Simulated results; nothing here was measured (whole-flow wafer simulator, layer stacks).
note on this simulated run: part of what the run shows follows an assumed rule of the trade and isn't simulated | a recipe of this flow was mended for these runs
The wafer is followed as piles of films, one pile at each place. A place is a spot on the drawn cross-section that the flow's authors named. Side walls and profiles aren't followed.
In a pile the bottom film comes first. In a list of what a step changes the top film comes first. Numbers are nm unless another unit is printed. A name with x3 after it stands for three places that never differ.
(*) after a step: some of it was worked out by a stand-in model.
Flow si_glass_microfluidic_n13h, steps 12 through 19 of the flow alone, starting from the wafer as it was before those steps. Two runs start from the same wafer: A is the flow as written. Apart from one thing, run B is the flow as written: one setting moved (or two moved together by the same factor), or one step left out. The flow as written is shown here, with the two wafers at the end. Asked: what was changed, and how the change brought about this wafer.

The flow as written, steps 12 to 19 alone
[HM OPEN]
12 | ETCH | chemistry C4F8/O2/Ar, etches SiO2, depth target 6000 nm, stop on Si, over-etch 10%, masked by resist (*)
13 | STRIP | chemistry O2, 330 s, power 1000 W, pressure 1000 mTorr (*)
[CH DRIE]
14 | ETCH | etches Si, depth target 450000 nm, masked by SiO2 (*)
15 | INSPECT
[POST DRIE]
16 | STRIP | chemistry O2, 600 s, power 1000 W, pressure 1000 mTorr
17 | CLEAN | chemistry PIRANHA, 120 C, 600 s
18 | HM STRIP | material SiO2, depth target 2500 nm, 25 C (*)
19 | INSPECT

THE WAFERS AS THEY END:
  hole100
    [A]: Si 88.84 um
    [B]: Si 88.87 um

Cause: step 12, ETCH: over-etch 5.5% was run, whereas the flow has over-etch 10%.

How this came from the change, step by step:
  12 | ETCH | chemistry C4F8/O2/Ar, etches SiO2, depth target 6000 nm, stop on Si, over-etch 10%, masked by resist (*)
      land: A -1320 thick-i-line-resist | B -1266 thick-i-line-resist
      hole100: A -6000 SiO2 (all of it), -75 Si | B -6000 SiO2 (all of it), -41.2 Si
